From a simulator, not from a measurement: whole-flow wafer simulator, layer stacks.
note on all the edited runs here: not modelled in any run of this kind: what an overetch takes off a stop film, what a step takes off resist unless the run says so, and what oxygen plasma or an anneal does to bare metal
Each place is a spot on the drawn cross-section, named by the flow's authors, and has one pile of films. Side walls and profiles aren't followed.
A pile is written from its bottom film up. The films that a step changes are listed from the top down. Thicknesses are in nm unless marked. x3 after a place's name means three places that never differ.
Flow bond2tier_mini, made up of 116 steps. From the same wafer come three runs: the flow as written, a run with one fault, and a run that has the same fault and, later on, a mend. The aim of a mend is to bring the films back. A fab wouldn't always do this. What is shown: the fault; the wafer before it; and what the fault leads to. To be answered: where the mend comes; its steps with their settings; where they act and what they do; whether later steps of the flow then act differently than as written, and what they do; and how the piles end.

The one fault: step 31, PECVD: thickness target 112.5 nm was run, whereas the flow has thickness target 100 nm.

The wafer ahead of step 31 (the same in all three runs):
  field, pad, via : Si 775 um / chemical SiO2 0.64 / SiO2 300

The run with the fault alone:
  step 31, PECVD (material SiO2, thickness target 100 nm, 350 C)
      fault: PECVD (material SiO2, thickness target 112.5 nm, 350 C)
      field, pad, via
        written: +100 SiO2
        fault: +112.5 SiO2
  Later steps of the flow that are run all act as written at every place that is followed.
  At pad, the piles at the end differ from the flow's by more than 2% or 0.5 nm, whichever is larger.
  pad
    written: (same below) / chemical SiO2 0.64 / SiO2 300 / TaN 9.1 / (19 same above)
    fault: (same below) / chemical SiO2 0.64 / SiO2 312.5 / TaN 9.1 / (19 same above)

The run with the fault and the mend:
  The mend follows step 36.
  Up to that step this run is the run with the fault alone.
  step 37, ETCH (chemistry CHF3/CF4-rie, etches SiO2, depth target 112.5 nm) (the flow's step 37, as written with depth target 100 nm)
      pad, via
        -112.5 SiO2
      field
        -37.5 KrF resist
  Steps further on in the flow that do not act as written (3 other steps are not shown; they differ only slightly, by no more than 2% or 0.5 nm, whichever is larger):
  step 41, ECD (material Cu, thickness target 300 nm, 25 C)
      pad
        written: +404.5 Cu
        mend: +417.5 Cu
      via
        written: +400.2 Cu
        mend: +412.7 Cu
  At pad, the piles at the end differ from the flow's by more than 2% or 0.5 nm, whichever is larger.
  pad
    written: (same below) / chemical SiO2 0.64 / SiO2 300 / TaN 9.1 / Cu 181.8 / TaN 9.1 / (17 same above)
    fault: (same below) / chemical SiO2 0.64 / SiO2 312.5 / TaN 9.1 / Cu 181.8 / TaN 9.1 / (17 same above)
    mend: (same below) / chemical SiO2 0.64 / SiO2 300 / TaN 9 / Cu 194.4 / TaN 9.1 / (17 same above)
